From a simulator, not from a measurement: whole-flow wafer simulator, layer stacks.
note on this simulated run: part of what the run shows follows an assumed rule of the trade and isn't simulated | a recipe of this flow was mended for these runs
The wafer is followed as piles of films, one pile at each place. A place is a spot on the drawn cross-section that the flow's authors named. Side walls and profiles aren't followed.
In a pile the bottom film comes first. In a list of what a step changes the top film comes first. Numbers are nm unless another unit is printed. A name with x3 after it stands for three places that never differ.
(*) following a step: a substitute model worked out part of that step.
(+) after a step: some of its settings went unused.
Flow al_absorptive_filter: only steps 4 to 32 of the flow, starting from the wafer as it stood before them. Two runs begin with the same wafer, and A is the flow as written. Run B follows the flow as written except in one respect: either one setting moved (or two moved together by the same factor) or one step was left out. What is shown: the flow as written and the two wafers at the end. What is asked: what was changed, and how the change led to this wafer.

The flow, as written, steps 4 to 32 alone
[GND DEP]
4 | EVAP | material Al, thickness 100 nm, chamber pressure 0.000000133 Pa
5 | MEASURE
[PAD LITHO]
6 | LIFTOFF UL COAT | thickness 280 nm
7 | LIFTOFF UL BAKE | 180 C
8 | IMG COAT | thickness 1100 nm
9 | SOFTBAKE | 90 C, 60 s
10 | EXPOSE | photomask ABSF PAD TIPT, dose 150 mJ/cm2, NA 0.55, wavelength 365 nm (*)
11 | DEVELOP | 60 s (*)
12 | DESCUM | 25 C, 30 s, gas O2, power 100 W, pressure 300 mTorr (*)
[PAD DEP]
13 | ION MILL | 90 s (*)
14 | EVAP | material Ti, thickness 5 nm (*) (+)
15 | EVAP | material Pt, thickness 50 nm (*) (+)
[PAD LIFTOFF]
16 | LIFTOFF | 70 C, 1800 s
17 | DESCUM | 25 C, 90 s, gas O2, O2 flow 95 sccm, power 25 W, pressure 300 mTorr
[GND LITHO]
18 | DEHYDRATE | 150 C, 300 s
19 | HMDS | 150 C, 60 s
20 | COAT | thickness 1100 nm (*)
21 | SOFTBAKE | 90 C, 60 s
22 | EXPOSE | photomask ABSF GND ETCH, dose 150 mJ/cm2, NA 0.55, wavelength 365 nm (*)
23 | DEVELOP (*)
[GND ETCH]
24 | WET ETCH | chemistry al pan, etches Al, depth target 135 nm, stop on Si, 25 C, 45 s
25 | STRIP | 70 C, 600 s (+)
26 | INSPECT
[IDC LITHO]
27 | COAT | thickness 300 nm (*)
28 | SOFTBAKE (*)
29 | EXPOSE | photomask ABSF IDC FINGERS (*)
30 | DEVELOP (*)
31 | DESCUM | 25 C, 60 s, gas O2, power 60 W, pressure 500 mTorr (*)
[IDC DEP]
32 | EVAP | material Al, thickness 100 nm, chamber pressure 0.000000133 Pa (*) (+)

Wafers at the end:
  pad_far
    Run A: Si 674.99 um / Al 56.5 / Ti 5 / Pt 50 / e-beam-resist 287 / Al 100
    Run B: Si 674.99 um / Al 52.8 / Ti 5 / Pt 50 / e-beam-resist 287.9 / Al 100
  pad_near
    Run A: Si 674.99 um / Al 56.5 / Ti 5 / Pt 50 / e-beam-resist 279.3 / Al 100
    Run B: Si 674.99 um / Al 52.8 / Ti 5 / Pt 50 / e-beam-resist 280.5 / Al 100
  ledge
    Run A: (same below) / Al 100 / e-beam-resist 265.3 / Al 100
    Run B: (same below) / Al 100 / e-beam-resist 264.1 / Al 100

The reason: step 13, ION MILL: 101 s was run, whereas the flow has 90 s.

The path from the change to this, step by step:
  13 | ION MILL | 90 s (*)
      gnd, ledge, res, xa_field x4, xl_gap, xl_turn, idc_field x2, idc_line: A -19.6 i-line-resist | B -22 i-line-resist
      pad_far, pad_near: A -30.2 Al | B -33.9 Al
